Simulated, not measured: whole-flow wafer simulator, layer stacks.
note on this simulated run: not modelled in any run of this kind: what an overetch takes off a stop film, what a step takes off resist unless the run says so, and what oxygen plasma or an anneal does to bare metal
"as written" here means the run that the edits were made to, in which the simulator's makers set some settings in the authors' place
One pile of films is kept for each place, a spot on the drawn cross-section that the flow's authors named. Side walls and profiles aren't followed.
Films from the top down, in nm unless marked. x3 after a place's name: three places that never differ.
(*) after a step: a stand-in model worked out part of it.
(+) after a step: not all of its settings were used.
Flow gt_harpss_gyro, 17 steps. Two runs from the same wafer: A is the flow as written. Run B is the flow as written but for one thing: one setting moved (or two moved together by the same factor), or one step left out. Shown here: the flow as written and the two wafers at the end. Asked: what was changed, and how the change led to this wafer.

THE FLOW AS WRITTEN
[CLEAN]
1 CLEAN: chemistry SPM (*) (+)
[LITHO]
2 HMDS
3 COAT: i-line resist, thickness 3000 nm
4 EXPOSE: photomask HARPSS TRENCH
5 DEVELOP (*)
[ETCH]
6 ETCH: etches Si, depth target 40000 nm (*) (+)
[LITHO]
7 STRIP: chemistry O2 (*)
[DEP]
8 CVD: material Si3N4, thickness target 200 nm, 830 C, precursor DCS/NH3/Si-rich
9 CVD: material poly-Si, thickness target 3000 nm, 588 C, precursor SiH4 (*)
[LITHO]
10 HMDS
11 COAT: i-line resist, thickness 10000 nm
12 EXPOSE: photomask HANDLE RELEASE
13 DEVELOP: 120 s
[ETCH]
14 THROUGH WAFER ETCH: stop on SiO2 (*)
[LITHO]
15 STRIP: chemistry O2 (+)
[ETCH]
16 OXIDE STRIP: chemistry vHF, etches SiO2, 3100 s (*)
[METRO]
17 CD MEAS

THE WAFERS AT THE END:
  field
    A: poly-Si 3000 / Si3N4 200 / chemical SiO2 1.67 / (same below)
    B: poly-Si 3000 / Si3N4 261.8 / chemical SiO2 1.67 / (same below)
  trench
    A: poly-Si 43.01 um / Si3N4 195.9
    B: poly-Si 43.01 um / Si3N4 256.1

The cause: step 8, CVD: thickness target 261.8 nm was run, where the flow has thickness target 200 nm.
It can be read off the wafer: field has Si3N4 261.8, and step 8 as written asks for 200 nm.

How the change led to this, step by step:
  8 CVD: material Si3N4, thickness target 200 nm, 830 C, precursor DCS/NH3/Si-rich
      field: A Si3N4 +200 (new film) | B Si3N4 +261.8 (new film)
      trench: A Si3N4 +195.9 (new film) | B Si3N4 +256.1 (new film)
